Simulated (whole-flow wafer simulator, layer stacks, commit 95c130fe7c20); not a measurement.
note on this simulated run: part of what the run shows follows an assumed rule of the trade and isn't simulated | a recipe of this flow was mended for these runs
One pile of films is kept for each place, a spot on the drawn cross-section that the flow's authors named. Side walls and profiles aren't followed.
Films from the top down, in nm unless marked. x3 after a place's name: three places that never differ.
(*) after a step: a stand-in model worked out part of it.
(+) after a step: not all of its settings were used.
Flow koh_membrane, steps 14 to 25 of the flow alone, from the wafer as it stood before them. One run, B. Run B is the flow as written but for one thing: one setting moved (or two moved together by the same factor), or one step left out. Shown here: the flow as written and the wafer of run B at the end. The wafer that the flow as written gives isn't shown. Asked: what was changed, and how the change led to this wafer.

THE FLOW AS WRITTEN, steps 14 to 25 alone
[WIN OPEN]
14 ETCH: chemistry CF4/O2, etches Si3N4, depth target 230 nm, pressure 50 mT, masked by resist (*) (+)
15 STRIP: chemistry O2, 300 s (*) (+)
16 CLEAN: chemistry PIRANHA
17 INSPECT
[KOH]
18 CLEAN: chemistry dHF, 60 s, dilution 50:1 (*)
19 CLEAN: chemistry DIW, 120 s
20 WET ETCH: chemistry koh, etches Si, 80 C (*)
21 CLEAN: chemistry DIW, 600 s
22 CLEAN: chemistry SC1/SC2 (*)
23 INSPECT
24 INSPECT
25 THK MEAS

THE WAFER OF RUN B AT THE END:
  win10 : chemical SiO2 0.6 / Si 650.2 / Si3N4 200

The cause: step 14, ETCH: depth target 211 nm was run, where the flow has depth target 230 nm.

How the change led to this, step by step:
  14 ETCH: chemistry CF4/O2, etches Si3N4, depth target 230 nm, pressure 50 mT, masked by resist (*) (+)
      win20 x4, win10: Si3N4 -200 (all of it), chemical SiO2 -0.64 (all of it), Si -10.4 (as written it would be: Si3N4 -200 (all of it), chemical SiO2 -0.64 (all of it), Si -29.4)
      field: i-line-resist -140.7 (as written it would be: i-line-resist -153.3)
